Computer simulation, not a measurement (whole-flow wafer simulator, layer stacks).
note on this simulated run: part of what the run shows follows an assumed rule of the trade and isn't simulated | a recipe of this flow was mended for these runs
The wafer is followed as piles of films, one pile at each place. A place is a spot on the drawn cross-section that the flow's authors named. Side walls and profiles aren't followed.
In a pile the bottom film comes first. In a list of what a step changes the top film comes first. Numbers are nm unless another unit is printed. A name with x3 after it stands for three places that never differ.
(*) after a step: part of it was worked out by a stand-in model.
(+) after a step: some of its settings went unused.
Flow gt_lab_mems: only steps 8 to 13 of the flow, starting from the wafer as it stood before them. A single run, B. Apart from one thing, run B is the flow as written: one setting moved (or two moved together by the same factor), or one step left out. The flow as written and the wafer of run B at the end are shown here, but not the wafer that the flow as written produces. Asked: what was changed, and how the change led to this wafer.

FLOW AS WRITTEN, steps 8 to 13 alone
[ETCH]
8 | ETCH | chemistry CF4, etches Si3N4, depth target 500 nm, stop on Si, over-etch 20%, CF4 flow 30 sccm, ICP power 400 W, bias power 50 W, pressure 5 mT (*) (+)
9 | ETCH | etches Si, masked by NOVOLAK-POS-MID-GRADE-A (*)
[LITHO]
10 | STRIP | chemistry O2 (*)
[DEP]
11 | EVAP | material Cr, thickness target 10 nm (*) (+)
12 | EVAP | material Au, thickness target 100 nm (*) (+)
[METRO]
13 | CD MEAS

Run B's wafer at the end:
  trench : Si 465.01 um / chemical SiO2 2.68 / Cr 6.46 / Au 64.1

The reason: step 8, ETCH: over-etch 14% was run, while the flow as written has over-etch 20%.

The path from the change to this, step by step:
  8 | ETCH | chemistry CF4, etches Si3N4, depth target 500 nm, stop on Si, over-etch 20%, CF4 flow 30 sccm, ICP power 400 W, bias power 50 W, pressure 5 mT (*) (+)
      field: -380 g/i-line-resist (it would be, as written: -400 g/i-line-resist)
      trench: -500 Si3N4 (all of it), -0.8 chemical SiO2 (all of it), -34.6 Si (it would be, as written: -500 Si3N4 (all of it), -0.8 chemical SiO2 (all of it), -49.6 Si)
